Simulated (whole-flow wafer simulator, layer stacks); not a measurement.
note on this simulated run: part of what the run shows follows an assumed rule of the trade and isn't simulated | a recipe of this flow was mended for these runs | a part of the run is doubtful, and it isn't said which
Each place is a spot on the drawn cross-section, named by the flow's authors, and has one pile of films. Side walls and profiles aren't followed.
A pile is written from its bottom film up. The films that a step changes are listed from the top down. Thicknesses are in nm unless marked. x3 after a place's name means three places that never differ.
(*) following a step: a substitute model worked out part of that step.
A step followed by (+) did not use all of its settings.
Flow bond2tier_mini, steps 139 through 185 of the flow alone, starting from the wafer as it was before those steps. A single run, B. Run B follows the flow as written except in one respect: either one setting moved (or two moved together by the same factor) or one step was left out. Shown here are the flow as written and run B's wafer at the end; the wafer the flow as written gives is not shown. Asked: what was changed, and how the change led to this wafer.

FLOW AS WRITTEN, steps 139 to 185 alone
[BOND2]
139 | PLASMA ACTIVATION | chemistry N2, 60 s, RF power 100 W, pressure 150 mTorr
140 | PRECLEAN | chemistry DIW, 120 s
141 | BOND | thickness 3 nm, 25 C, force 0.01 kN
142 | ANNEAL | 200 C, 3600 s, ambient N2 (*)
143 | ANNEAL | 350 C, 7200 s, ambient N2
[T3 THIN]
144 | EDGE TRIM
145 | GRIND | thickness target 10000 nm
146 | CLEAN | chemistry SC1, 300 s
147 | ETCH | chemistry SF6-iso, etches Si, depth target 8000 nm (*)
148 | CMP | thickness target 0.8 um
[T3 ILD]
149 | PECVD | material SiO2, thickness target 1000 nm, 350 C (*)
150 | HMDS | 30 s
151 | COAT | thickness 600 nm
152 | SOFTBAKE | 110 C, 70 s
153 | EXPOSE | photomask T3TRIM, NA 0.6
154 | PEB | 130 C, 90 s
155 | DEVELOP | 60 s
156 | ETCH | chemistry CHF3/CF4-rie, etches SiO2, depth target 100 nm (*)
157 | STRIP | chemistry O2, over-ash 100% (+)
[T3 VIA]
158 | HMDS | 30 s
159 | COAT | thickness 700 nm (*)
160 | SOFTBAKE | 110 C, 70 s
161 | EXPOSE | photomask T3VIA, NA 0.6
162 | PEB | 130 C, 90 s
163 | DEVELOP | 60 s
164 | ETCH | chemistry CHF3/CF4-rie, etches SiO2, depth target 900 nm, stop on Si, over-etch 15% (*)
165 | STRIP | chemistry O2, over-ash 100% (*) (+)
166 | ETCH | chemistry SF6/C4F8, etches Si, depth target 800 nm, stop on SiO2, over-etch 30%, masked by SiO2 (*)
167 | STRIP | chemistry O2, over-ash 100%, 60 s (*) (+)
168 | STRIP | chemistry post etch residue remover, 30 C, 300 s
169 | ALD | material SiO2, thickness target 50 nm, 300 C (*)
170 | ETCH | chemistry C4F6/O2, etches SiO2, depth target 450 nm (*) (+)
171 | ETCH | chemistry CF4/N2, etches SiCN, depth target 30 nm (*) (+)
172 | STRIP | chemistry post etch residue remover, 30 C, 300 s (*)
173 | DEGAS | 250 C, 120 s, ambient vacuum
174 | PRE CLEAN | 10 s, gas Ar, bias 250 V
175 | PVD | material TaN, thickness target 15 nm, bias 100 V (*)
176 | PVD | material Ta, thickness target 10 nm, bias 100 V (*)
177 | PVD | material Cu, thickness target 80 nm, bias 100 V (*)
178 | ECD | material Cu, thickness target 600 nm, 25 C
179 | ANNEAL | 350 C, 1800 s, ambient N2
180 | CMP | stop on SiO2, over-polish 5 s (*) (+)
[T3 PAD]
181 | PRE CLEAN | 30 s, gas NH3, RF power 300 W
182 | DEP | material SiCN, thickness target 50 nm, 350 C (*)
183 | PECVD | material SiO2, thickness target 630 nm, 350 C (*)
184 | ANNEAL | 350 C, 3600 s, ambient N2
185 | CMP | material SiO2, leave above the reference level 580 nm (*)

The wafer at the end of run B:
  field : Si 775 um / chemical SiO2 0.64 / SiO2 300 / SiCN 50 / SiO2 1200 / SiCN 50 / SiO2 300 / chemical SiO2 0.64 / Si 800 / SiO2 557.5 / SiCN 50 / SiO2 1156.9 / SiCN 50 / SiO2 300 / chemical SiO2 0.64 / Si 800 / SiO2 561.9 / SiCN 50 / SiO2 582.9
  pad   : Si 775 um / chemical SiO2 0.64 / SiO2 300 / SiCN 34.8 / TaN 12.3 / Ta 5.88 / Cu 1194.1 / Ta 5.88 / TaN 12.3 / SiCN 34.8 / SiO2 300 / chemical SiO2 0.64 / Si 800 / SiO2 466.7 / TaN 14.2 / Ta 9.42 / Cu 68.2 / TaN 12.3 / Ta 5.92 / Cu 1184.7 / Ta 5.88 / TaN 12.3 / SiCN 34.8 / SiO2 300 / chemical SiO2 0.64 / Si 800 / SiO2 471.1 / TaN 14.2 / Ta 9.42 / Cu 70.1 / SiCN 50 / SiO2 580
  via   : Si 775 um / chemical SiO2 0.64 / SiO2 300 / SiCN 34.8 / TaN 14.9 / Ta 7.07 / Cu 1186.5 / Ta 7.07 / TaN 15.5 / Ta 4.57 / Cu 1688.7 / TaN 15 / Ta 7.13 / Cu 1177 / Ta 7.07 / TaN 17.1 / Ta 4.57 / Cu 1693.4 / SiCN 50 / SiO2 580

Cause: step 171, ETCH: depth target 23.4 nm was run, while the flow as written has depth target 30 nm.

Step by step, how the change led to this:
  171 | ETCH | chemistry CF4/N2, etches SiCN, depth target 30 nm (*) (+)
      field, pad: SiO2 loses 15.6 (it would be, as written: SiO2 loses 20)
      via: SiCN loses 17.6 (all of it), TaN loses 1.4 (it would be, as written: SiCN loses 17.6 (all of it), TaN loses 3.01)
